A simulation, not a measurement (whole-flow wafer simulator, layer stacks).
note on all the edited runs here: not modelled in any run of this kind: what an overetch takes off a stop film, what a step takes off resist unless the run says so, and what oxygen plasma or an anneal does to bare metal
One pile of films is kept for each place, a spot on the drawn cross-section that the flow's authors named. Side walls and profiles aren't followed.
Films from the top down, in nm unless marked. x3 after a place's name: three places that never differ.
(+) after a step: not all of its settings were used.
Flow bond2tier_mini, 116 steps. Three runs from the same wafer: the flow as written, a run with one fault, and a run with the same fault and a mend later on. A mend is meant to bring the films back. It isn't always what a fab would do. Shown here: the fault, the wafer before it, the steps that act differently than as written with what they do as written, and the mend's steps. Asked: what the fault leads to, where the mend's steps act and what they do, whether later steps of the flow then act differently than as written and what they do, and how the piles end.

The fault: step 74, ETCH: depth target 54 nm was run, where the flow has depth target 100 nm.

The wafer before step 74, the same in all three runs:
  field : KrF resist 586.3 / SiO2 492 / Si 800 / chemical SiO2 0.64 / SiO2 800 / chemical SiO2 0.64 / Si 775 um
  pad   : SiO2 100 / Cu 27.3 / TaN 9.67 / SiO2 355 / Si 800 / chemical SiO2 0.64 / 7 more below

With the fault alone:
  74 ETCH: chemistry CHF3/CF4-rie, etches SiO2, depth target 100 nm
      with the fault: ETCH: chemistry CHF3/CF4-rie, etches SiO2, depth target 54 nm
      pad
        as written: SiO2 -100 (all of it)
        with the fault: SiO2 -54
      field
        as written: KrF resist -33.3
        with the fault: KrF resist -18
  Later steps of the flow that act differently than as written (1 more step differs only slightly, by at most 2% or 0.5 nm, whichever is larger, and isn't shown):
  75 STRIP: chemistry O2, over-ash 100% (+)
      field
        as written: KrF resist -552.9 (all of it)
        with the fault: KrF resist -568.3 (all of it)
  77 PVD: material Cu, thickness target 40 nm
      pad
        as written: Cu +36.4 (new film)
        with the fault: Cu +38 (new film)
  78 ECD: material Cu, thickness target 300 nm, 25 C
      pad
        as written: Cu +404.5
        with the fault: Cu +356.5
  At the end the piles differ from the flow's by more than 2% or 0.5 nm, whichever is larger, at pad.
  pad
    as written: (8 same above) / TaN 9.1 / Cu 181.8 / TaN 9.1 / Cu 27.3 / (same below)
    with the fault: (8 same above) / TaN 9.1 / Cu 135.4 / TaN 9.51 / SiO2 46 / Cu 27.3 / (same below)

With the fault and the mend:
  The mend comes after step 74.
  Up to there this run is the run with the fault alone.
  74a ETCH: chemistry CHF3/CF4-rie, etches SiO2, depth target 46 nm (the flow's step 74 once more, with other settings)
      field
        KrF resist -15.3
      pad
        SiO2 -46 (all of it)
  No later step of the flow acts differently than as written at any place that is followed.
  At the end the piles are the same as the flow's at every place that both follow.
